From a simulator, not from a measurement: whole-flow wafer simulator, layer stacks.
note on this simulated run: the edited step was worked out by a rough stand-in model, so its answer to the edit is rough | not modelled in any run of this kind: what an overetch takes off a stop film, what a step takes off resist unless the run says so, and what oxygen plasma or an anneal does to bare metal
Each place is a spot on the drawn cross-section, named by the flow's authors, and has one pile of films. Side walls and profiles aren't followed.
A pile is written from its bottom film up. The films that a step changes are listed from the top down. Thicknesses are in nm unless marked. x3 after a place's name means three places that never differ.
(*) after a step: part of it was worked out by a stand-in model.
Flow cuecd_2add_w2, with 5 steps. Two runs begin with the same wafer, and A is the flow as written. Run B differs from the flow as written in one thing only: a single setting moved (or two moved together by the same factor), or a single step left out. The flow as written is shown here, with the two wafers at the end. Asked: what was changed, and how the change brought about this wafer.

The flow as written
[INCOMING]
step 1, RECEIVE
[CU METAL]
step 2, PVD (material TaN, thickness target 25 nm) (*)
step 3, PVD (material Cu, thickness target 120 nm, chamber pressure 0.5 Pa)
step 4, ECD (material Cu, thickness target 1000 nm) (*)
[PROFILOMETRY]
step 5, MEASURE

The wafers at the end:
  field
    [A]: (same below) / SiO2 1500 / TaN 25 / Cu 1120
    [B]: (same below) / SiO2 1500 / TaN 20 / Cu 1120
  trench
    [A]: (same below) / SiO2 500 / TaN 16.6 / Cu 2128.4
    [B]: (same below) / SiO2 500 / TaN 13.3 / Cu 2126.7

The reason: step 2, PVD: thickness target 20 nm was run, while the flow as written has thickness target 25 nm.
The wafer lets one read it off: field has TaN 20, and step 2 as written asks for 25 nm.

Step by step, how the change led to this:
  step 2, PVD (material TaN, thickness target 25 nm) (*)
      field: A +25 TaN (new film) | B +20 TaN (new film)
      trench: A +16.6 TaN (new film) | B +13.3 TaN (new film)
